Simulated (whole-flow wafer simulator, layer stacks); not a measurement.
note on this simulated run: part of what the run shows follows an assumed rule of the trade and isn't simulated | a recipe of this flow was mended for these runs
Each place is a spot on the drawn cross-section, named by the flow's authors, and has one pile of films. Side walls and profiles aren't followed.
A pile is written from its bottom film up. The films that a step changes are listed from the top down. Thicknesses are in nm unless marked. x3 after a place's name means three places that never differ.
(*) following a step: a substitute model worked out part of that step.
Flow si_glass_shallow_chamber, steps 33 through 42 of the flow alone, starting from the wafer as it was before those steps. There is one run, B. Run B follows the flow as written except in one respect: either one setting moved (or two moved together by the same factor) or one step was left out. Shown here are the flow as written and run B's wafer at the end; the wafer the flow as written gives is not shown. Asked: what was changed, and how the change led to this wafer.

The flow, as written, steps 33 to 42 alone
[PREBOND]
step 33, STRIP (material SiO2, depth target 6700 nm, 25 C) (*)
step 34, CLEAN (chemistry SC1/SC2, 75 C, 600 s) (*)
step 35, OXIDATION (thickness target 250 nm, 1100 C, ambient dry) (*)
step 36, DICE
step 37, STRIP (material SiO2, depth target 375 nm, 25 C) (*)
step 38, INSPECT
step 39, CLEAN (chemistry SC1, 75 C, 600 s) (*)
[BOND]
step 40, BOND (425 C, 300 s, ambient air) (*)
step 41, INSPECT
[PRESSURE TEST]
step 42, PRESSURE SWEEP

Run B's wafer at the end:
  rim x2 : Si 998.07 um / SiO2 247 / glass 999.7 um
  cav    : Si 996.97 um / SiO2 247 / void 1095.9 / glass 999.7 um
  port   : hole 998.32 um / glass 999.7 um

What caused this: step 37, STRIP: material SiO2, depth target 375 nm, 25 C (*), was skipped.

How this came from the change, step by step:
  step 39, CLEAN (chemistry SC1, 75 C, 600 s) (*)
      rim x2, cav, septum, ring: -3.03 SiO2 (it would be, as written: +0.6 chemical SiO2 (new film), -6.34 Si)
  step 40, BOND (425 C, 300 s, ambient air) (*)
      port: +999.7 um glass (new film), +1270 hole (it would be, as written: +999.7 um glass (new film), +1017.3 hole)
